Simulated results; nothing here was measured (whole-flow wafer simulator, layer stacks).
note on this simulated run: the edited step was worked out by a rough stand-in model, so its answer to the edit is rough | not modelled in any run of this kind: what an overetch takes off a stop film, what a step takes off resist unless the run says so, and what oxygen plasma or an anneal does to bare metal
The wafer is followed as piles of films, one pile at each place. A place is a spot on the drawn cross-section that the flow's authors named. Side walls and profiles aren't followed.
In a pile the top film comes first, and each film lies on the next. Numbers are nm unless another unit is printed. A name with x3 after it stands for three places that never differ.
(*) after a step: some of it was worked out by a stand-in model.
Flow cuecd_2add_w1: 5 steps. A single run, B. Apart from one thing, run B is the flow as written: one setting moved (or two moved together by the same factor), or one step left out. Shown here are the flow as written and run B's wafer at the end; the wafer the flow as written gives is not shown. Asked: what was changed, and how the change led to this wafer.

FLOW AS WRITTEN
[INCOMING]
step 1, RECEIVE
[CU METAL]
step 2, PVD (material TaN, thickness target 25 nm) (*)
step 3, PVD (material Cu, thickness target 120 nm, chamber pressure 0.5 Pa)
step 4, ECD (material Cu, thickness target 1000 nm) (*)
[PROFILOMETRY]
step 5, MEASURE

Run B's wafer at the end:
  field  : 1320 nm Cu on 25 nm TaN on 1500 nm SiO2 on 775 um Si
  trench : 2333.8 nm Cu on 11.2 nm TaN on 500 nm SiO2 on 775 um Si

The reason: step 4, ECD: thickness target 1200 nm was run, though the flow has thickness target 1000 nm.

The path from the change to this, step by step:
  step 4, ECD (material Cu, thickness target 1000 nm) (*)
      field: +1200 Cu (it would be, as written: +1000 Cu)
      trench: +2280.2 Cu (it would be, as written: +2080.2 Cu)
